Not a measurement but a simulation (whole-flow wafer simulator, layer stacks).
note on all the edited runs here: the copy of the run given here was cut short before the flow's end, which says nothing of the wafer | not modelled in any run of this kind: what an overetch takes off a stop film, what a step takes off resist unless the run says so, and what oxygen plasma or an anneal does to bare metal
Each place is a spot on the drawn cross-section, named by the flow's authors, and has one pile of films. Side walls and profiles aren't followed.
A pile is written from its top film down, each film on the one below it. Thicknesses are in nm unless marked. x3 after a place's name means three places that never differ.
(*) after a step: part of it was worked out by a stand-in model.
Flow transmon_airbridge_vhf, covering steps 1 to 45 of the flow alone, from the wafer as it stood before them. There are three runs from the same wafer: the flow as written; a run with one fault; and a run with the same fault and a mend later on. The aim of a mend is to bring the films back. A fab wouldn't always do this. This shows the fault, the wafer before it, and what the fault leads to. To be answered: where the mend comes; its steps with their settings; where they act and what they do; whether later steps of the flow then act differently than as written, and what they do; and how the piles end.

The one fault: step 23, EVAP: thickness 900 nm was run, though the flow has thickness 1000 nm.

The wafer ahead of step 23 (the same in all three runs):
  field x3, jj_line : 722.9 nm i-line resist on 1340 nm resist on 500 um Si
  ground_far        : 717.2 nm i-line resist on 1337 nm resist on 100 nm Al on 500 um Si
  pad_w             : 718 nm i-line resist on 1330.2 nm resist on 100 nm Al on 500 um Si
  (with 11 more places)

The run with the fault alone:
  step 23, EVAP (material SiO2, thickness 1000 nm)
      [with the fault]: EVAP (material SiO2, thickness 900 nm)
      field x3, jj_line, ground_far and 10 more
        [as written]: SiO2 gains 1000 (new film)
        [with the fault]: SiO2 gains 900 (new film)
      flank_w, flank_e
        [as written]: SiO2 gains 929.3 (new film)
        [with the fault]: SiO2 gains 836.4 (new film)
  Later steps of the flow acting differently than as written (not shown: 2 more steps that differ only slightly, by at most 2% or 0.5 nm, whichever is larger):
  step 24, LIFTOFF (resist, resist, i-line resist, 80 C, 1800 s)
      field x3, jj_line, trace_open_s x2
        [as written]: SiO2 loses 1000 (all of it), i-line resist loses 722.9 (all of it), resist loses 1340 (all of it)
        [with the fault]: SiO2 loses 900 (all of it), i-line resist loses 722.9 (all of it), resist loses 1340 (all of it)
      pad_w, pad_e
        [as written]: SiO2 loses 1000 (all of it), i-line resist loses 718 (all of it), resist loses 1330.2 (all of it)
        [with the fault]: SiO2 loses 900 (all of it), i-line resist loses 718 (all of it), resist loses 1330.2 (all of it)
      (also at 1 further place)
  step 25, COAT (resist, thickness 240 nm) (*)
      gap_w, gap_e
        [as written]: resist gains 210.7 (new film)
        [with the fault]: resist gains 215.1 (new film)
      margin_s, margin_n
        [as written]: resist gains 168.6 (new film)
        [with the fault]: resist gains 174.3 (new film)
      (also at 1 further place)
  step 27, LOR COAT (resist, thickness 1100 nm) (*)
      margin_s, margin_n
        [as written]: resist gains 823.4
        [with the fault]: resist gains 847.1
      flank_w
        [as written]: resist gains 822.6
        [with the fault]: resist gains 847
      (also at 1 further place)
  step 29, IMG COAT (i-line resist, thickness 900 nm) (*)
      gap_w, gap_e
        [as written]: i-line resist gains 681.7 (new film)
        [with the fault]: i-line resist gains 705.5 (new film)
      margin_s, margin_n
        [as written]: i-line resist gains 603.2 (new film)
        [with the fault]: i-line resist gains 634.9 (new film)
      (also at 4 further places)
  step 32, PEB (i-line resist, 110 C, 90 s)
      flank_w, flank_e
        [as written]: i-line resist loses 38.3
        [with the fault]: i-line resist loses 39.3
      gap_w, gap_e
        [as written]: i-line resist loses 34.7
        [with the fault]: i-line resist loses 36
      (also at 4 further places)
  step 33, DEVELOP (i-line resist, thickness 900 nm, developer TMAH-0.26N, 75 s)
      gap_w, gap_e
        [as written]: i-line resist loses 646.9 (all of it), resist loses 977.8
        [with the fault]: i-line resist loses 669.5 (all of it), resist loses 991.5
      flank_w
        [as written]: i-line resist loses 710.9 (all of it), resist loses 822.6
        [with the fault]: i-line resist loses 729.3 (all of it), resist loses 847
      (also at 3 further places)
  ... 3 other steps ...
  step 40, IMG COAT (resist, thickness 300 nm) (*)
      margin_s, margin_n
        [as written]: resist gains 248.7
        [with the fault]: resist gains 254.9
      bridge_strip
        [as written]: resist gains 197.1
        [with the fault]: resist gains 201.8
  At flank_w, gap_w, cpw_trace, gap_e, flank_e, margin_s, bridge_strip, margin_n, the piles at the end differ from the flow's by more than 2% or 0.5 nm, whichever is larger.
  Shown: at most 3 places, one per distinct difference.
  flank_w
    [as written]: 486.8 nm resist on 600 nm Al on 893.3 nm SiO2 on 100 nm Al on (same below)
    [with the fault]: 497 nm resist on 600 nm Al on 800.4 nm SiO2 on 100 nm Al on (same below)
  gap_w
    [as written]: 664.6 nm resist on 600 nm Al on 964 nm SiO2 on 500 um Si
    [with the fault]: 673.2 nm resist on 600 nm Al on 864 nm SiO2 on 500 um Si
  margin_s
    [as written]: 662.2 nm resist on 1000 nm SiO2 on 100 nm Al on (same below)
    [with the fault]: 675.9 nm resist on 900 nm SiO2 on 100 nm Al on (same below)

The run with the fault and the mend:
  After step 23 comes the mend.
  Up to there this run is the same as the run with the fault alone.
  step 23a, EVAP (material SiO2, thickness 100 nm) (the flow's step 23, run once more with other settings)
      field x3, jj_line, ground_far and 10 more
        SiO2 gains 100
      flank_w, flank_e
        SiO2 gains 92.9
  Later steps of the flow that are run all act as written at every place that is followed, up to a difference of at most 2% or 0.5 nm, whichever is larger.
  At the end the piles are close to the flow's at the places that both follow, differing by at most 2% or 0.5 nm, whichever is larger.
